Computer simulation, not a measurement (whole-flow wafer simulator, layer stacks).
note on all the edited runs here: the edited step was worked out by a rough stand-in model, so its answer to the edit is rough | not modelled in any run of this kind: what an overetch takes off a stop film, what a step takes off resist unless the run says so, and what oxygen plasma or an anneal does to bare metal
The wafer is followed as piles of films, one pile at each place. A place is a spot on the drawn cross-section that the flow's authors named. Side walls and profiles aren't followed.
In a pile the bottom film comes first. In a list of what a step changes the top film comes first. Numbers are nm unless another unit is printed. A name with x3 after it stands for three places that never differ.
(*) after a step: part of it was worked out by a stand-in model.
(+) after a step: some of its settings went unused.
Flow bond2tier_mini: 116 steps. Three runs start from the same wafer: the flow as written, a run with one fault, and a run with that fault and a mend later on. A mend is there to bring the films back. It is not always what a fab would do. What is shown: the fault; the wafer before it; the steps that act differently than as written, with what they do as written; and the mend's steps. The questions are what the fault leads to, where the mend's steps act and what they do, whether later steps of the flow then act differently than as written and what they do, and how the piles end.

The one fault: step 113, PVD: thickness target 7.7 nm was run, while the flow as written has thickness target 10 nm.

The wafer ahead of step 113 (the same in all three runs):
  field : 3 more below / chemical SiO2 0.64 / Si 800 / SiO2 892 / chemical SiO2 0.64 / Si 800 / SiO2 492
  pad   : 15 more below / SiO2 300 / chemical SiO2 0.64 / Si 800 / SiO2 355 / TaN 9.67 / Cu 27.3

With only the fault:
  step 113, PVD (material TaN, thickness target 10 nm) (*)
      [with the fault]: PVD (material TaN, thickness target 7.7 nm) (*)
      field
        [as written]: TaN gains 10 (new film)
        [with the fault]: TaN gains 7.7 (new film)
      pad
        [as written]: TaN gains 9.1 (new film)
        [with the fault]: TaN gains 7.01 (new film)
  Steps later in the flow that act otherwise than as written (1 more step, not shown, differs only slightly: by at most 2% or 0.5 nm, whichever is larger):
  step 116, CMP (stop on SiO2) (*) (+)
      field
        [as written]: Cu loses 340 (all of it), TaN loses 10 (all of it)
        [with the fault]: Cu loses 340 (all of it), TaN loses 7.7 (all of it)
  At pad, the piles at the end differ from the flow's by more than 2% or 0.5 nm, whichever is larger.
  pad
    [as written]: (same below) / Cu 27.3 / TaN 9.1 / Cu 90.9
    [with the fault]: (same below) / Cu 27.3 / TaN 7.01 / Cu 93

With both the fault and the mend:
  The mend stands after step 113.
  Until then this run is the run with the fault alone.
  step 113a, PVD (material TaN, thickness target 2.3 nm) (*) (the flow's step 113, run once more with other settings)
      field
        TaN gains 2.3
      pad
        TaN gains 2.09
  Later steps of the flow that are run all act as written at every place that is followed.
  At every place that both follow, the piles at the end match the flow's.
